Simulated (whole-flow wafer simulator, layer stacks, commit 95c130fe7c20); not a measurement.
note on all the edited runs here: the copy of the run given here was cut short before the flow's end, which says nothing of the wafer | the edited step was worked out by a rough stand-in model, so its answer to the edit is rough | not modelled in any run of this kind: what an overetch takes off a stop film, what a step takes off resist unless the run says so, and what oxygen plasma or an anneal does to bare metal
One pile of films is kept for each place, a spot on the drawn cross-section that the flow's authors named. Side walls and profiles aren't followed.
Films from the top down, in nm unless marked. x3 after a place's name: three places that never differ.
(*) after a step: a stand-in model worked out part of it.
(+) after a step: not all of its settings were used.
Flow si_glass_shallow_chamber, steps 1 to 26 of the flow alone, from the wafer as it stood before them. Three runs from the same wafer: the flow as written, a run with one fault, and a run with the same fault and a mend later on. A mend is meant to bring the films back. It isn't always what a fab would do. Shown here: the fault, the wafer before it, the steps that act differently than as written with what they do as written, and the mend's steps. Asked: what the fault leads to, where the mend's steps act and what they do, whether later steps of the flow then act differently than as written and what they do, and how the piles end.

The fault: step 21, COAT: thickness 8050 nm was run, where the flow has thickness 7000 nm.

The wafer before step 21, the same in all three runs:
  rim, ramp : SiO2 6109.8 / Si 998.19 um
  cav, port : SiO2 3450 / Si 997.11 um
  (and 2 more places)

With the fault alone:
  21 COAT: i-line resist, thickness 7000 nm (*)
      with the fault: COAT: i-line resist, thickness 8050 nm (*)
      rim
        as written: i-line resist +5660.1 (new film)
        with the fault: i-line resist +6675.2 (new film)
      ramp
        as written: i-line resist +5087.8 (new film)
        with the fault: i-line resist +6094.8 (new film)
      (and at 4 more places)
  Later steps of the flow that act differently than as written (1 more step differs only slightly, by at most 2% or 0.5 nm, whichever is larger, and isn't shown):
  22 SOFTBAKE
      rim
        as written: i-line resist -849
        with the fault: i-line resist -1110.5
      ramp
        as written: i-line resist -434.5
        with the fault: i-line resist -570.6
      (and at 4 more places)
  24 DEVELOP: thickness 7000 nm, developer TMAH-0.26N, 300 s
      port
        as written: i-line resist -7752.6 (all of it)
        with the fault: i-line resist -9099.8 (all of it)
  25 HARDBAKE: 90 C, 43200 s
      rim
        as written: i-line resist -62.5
        with the fault: i-line resist -91
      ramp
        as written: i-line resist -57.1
        with the fault: i-line resist -89.4
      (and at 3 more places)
  At the end the piles differ from the flow's by more than 2% or 0.5 nm, whichever is larger, at rim, ramp, cav, septum, ring.
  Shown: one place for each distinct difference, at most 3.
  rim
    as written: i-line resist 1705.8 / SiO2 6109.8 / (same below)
    with the fault: i-line resist 2430.9 / SiO2 6109.8 / (same below)
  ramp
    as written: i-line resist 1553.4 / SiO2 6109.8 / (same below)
    with the fault: i-line resist 2392.1 / SiO2 6109.8 / (same below)
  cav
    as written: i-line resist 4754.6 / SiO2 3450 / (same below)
    with the fault: i-line resist 5837.6 / SiO2 3450 / (same below)

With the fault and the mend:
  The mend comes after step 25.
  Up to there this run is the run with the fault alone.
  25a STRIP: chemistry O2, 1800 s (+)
      rim
        i-line resist -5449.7 (all of it)
      ramp
        i-line resist -5410.8 (all of it)
      cav
        i-line resist -8856.3 (all of it)
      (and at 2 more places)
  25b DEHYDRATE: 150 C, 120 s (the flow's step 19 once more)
      changes no film at any place that is followed
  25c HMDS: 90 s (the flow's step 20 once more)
      changes no film at any place that is followed
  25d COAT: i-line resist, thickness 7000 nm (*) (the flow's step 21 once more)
      rim
        i-line resist +5660.1 (new film)
      ramp
        i-line resist +5087.8 (new film)
      cav
        i-line resist +7637.2 (new film)
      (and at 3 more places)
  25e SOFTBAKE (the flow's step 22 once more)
      rim
        i-line resist -849
      ramp
        i-line resist -434.5
      cav
        i-line resist +373.7
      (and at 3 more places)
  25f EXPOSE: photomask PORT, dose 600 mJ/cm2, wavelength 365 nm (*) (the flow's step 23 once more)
      changes no film at any place that is followed
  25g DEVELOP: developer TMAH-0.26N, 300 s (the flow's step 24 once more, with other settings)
      rim, ramp, cav, septum, ring
        i-line resist -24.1
      port
        i-line resist -7752.6 (all of it)
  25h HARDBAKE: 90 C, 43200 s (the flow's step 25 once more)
      rim
        i-line resist -62.5
      ramp
        i-line resist -57.1
      cav
        i-line resist -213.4
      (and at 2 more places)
  No later step of the flow acts differently than as written at any place that is followed.
  At the end the piles are the same as the flow's at every place that both follow.
